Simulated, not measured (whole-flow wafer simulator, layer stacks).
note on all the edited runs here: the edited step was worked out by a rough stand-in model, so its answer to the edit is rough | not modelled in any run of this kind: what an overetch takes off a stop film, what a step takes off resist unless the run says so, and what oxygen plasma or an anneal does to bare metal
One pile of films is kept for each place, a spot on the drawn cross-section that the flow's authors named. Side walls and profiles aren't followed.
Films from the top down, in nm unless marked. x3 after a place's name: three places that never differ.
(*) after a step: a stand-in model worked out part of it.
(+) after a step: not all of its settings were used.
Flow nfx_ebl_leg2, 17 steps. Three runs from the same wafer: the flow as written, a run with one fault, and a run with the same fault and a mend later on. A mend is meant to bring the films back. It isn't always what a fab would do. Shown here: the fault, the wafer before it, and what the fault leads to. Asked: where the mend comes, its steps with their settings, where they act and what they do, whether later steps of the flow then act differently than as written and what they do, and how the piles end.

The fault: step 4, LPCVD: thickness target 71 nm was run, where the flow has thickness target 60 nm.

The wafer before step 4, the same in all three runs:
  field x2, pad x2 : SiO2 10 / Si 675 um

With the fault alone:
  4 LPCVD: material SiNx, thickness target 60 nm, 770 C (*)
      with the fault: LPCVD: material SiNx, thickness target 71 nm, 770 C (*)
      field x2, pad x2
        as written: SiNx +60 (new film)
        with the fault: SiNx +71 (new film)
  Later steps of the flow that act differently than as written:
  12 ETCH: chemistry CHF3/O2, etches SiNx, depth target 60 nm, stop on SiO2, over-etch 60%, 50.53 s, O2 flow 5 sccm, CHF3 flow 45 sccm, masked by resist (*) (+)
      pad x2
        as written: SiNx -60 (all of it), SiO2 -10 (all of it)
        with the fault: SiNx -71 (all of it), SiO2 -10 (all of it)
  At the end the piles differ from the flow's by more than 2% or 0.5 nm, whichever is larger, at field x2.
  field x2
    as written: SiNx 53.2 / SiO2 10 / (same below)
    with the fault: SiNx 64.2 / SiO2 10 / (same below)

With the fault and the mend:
  The mend comes after step 5.
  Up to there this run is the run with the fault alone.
  5a ETCH: chemistry h3po4, depth target 81.65 nm
      field x2, pad x2
        SiNx -71 (all of it)
  5b CLEAN: chemistry SC1/SC2 (the flow's step 2 once more)
      changes no film at any place that is followed
  5c LPCVD: material SiNx, thickness target 60 nm, 770 C (*) (the flow's step 4 once more)
      field x2, pad x2
        SiNx +60 (new film)
  No later step of the flow acts differently than as written at any place that is followed.
  At the end the piles are the same as the flow's at every place that both follow.
